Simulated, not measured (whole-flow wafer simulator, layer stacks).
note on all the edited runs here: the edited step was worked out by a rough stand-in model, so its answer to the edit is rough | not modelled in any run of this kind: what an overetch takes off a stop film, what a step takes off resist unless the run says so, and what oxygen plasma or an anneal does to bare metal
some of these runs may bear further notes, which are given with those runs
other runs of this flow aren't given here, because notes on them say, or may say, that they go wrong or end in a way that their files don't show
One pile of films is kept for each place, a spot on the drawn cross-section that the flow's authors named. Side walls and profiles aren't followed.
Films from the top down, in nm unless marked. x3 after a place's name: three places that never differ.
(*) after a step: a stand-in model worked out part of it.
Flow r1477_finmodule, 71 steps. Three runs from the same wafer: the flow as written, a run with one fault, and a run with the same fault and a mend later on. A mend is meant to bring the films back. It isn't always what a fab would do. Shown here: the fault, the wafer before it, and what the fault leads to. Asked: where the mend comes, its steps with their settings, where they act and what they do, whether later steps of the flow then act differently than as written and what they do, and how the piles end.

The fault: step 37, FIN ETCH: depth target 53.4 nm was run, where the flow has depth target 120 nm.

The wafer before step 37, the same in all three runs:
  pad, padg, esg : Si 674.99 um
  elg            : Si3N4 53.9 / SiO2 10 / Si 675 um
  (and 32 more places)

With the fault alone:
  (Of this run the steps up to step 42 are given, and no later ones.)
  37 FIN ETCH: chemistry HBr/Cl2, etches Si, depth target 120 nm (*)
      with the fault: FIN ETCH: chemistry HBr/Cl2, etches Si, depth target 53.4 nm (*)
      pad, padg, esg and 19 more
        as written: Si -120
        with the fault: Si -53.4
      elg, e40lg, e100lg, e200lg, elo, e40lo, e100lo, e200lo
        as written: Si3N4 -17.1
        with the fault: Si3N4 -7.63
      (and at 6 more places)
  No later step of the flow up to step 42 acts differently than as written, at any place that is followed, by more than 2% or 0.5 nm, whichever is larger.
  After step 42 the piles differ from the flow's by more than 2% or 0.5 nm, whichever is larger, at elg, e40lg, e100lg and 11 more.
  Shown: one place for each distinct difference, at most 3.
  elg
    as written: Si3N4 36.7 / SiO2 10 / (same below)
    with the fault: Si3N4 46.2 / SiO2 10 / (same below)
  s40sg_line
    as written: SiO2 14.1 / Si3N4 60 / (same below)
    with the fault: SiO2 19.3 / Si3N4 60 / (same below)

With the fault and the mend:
  The mend comes after step 38.
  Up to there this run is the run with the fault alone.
  38a FIN ETCH: chemistry HBr/Cl2, etches Si, depth target 66.6 nm (*) (the flow's step 37 once more, with other settings)
      pad, padg, esg and 19 more
        Si -66.6
      elg, e40lg, e100lg, e200lg, elo, e40lo, e100lo, e200lo
        Si3N4 -9.51
      s40sg_line, s45sg_line, s50sg_line, s40so_line, s45so_line, s50so_line
        SiO2 -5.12
  No later step of the flow acts differently than as written at any place that is followed.
  At the end the piles are the same as the flow's at every place that both follow.
